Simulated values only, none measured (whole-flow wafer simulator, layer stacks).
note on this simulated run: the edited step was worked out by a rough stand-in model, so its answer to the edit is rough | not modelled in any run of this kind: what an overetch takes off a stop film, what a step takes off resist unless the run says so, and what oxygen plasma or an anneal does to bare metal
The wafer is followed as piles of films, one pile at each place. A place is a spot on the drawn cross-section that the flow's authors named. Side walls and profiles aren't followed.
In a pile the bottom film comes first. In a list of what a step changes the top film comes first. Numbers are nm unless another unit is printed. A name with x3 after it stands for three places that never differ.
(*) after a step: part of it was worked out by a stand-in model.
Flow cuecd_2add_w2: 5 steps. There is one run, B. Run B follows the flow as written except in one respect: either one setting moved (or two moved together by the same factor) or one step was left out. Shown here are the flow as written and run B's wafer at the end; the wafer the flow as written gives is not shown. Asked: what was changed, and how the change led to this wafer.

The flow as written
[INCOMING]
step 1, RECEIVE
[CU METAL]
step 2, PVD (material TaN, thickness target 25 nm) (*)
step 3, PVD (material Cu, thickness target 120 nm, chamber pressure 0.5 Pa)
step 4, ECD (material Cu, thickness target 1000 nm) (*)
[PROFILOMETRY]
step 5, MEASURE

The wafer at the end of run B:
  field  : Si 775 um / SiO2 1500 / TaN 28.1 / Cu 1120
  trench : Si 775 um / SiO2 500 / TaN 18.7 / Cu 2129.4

What caused this: step 2, PVD: thickness target 28.1 nm was run, while the flow as written has thickness target 25 nm.
The wafer lets one read it off: field has TaN 28.1, and step 2 as written asks for 25 nm.

How this came from the change, step by step:
  step 2, PVD (material TaN, thickness target 25 nm) (*)
      field: TaN gains 28.1 (new film) (it would be, as written: TaN gains 25 (new film))
      trench: TaN gains 18.7 (new film) (it would be, as written: TaN gains 16.6 (new film))
